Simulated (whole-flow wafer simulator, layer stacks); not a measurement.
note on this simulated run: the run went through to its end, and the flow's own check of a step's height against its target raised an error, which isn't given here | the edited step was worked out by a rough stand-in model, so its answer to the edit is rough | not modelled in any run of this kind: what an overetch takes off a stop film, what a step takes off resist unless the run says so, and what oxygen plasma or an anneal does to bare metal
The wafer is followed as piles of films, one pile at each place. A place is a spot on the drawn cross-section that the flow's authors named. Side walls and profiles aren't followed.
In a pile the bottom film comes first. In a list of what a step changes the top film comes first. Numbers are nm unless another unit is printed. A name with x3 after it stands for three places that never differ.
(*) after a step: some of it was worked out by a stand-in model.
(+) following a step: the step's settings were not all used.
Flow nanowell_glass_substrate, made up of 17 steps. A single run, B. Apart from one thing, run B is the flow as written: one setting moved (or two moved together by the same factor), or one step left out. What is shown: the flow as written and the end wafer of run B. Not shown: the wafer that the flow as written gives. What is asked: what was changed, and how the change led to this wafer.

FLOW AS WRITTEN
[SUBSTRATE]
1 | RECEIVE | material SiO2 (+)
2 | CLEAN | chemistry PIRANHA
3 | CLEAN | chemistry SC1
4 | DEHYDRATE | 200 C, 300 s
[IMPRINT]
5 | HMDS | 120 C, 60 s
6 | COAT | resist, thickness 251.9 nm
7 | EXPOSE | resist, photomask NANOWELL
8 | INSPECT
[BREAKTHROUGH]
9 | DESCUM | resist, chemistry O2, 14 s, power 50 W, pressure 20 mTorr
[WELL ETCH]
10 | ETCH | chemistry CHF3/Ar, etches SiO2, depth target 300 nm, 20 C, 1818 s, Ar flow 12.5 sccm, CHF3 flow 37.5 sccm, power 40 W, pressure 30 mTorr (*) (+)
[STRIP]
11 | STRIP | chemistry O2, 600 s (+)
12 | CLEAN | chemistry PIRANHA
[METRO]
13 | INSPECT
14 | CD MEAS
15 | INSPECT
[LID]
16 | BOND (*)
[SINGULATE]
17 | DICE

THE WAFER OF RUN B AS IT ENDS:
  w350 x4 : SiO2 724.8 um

The reason: step 10, ETCH: depth target 195 nm was run, while the flow as written has depth target 300 nm.

How this came from the change, step by step:
  10 | ETCH | chemistry CHF3/Ar, etches SiO2, depth target 300 nm, 20 C, 1818 s, Ar flow 12.5 sccm, CHF3 flow 37.5 sccm, power 40 W, pressure 30 mTorr (*) (+)
      w350 x4: -195 SiO2 (as written it would have been: -300 SiO2)
      land: -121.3 resist (as written it would have been: -130.4 resist)
  11 | STRIP | chemistry O2, 600 s (+)
      land: -135.1 resist (all of it) (as written it would have been: -125.9 resist (all of it))
